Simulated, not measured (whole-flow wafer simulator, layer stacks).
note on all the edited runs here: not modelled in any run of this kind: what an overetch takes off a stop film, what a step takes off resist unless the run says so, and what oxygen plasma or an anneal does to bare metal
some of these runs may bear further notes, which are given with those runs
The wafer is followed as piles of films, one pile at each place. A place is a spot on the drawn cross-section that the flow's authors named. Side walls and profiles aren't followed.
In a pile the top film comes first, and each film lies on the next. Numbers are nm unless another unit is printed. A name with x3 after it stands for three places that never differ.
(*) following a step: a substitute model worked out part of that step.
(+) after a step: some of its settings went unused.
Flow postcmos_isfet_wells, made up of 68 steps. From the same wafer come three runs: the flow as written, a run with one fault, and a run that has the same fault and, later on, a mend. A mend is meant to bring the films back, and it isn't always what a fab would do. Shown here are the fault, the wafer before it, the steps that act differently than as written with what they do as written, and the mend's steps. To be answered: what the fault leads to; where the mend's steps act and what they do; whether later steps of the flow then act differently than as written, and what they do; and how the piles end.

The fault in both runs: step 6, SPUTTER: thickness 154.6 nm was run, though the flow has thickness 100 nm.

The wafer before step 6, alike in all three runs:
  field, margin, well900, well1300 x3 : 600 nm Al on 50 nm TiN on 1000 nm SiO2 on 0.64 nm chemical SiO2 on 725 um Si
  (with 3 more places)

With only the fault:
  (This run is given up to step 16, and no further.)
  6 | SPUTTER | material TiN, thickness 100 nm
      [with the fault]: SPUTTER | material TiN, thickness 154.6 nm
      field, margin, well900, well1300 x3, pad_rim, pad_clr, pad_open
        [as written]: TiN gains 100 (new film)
        [with the fault]: TiN gains 154.6 (new film)
  Steps further on in the flow that do not act as written:
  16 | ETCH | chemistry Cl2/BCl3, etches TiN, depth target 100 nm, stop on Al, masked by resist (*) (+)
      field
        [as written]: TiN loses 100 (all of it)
        [with the fault]: TiN loses 100
  Once step 16 is done, the piles at field, margin, well900, well1300 x3, pad_rim, pad_clr, pad_open depart from the flow's by more than 2% or 0.5 nm, whichever is larger.
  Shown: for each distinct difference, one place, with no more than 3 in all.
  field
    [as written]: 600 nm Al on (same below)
    [with the fault]: 54.6 nm TiN on 600 nm Al on (same below)
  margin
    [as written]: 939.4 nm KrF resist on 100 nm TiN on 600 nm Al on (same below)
    [with the fault]: 939.4 nm KrF resist on 154.6 nm TiN on 600 nm Al on (same below)

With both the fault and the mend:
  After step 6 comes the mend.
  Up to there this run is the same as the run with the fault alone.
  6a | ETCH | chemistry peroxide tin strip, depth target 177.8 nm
      field, margin, well900, well1300 x3, pad_rim, pad_clr, pad_open
        TiN loses 154.6 (all of it)
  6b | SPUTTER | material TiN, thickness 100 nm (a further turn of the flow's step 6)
      field, margin, well900, well1300 x3, pad_rim, pad_clr, pad_open
        TiN gains 100 (new film)
  None of the later steps of the flow acts differently than as written at any place that is followed.
  By the end, the piles equal the flow's at every place that both follow.
